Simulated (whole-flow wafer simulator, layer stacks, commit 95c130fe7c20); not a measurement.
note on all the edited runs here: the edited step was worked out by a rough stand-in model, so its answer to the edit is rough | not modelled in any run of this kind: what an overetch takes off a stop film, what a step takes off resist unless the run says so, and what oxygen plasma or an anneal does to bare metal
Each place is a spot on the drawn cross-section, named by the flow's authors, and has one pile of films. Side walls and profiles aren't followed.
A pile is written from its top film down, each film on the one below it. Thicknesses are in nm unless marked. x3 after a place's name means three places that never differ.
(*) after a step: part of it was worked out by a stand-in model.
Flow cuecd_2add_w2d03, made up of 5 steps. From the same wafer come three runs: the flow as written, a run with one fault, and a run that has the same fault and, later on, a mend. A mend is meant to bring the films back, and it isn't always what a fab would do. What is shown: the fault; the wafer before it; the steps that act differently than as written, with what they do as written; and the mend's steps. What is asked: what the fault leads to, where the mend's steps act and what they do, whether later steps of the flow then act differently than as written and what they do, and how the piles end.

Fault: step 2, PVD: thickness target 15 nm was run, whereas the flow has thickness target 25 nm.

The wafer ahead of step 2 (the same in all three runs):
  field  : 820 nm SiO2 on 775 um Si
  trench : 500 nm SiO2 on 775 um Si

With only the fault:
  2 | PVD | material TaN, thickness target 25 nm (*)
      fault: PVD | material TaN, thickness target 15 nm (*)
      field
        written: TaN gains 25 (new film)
        fault: TaN gains 15 (new film)
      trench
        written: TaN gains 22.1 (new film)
        fault: TaN gains 13.3 (new film)
  None of the later steps of the flow differs from how it acts as written, at any place that is followed, by more than 2% or 0.5 nm, whichever is larger.
  The piles end different from the flow's at field, trench by more than 2% or 0.5 nm, whichever is larger.
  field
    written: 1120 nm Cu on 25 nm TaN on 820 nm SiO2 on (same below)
    fault: 1120 nm Cu on 15 nm TaN on 820 nm SiO2 on (same below)
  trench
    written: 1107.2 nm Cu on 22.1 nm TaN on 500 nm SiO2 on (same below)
    fault: 1107.3 nm Cu on 13.3 nm TaN on 500 nm SiO2 on (same below)

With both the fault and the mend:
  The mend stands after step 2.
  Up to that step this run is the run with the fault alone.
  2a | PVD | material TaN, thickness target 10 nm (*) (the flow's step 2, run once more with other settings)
      field
        TaN gains 10
      trench
        TaN gains 8.83
  None of the later steps of the flow acts differently than as written at any place that is followed.
  The piles end the same as the flow's at every place that both follow.
